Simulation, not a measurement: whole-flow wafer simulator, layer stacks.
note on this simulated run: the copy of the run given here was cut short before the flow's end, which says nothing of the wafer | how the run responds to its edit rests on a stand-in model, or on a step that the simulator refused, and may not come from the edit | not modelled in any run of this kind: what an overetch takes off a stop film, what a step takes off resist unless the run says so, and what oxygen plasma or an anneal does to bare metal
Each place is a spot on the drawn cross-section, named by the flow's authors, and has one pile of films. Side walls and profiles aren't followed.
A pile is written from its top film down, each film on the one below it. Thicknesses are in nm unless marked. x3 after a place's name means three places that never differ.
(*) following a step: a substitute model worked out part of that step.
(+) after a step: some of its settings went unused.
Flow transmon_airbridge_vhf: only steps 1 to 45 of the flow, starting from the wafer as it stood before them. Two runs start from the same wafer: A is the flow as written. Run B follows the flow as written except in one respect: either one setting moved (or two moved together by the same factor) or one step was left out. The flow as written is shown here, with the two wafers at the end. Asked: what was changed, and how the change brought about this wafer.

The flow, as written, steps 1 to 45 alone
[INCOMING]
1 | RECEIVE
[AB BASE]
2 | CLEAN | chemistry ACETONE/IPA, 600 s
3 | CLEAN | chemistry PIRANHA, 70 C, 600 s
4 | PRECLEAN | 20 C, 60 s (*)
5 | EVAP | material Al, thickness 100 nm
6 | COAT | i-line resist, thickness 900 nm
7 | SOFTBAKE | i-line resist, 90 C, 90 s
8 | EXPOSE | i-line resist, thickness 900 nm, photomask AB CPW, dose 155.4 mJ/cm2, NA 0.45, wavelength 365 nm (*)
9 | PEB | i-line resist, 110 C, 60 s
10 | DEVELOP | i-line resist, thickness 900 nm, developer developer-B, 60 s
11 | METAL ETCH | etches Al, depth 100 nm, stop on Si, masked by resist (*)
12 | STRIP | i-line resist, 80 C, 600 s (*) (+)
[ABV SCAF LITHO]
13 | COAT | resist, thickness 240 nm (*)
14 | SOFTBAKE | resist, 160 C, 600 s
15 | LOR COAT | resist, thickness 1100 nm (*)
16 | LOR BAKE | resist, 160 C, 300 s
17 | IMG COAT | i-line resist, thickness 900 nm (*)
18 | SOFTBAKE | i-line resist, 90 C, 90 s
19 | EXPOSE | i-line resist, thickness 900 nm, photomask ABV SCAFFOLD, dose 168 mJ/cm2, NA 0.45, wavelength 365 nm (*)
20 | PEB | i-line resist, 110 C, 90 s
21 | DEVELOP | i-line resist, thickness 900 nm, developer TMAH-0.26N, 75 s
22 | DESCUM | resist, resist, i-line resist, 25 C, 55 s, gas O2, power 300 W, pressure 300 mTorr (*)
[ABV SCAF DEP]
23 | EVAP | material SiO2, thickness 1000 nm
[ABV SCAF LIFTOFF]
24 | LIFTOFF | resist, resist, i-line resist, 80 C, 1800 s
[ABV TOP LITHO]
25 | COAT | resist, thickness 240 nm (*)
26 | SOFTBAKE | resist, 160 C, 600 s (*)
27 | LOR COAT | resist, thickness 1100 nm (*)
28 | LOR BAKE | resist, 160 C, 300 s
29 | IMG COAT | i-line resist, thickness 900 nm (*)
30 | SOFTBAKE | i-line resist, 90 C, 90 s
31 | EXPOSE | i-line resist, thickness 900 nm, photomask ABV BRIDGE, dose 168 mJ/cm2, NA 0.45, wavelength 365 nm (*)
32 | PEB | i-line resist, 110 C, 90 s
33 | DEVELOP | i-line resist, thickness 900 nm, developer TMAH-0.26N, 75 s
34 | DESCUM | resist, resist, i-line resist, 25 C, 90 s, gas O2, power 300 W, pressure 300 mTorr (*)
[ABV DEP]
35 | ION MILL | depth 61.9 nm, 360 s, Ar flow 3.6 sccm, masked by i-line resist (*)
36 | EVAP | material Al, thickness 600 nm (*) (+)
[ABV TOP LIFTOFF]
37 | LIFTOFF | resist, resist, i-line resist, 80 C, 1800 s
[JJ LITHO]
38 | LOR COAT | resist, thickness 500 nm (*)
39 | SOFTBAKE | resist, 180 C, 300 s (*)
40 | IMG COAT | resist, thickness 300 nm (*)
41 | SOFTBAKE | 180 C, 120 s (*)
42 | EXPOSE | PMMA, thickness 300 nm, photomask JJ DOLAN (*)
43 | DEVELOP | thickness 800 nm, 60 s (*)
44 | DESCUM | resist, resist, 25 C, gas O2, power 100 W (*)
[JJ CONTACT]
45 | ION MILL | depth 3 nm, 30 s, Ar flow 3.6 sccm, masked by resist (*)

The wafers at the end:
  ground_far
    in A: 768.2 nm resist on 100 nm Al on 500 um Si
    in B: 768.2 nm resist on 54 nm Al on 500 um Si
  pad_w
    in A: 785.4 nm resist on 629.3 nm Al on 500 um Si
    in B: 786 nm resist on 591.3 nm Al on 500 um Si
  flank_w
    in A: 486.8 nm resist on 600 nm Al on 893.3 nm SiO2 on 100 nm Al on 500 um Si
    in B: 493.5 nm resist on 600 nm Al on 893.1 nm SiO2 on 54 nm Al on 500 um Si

What caused this: step 5, EVAP: thickness 54 nm was run, while the flow as written has thickness 100 nm.
The wafer lets one read it off: ground_far has Al 54, and step 5 as written asks for 100 nm.

The path from the change to this, step by step:
  5 | EVAP | material Al, thickness 100 nm
      field x3, jj_line, ground_far and 12 more: A +100 Al (new film) | B +54 Al (new film)
  11 | METAL ETCH | etches Al, depth 100 nm, stop on Si, masked by resist (*)
      ground_far, pad_w, flank_w and 8 more: A -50 i-line resist | B -40.5 i-line resist
      field x3, jj_line, gap_w, gap_e: A -100 Al (all of it) | B -54 Al (all of it)
  13 | COAT | resist, thickness 240 nm (*)
      flank_w, flank_e: A +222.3 resist (new film) | B +229.9 resist (new film)
      gap_w, gap_e: A +251.7 resist (new film) | B +246.5 resist (new film)
  22 | DESCUM | resist, resist, i-line resist, 25 C, 55 s, gas O2, power 300 W, pressure 300 mTorr (*)
      flank_w, flank_e: A -222.3 resist (all of it) | B -229.9 resist (all of it)
      gap_w, gap_e: A -251.7 resist (all of it) | B -246.5 resist (all of it)
  25 | COAT | resist, thickness 240 nm (*)
      flank_w, flank_e: A +152.6 resist (new film) | B +158 resist (new film)
      gap_w, gap_e: A +210.7 resist (new film) | B +205.8 resist (new film)
  34 | DESCUM | resist, resist, i-line resist, 25 C, 90 s, gas O2, power 300 W, pressure 300 mTorr (*)
      flank_w, flank_e: A -152.6 resist (all of it) | B -158 resist (all of it)
      gap_w, gap_e: A -210.7 resist (all of it) | B -205.8 resist (all of it)
  35 | ION MILL | depth 61.9 nm, 360 s, Ar flow 3.6 sccm, masked by i-line resist (*)
      pad_w, pad_e: A -61.9 Al | B -54 Al (all of it), -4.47 Si
  36 | EVAP | material Al, thickness 600 nm (*) (+)
      pad_w, pad_e: A +591.2 Al | B +591.3 Al (new film)
  40 | IMG COAT | resist, thickness 300 nm (*)
      flank_w, flank_e: A +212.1 resist | B +219.2 resist
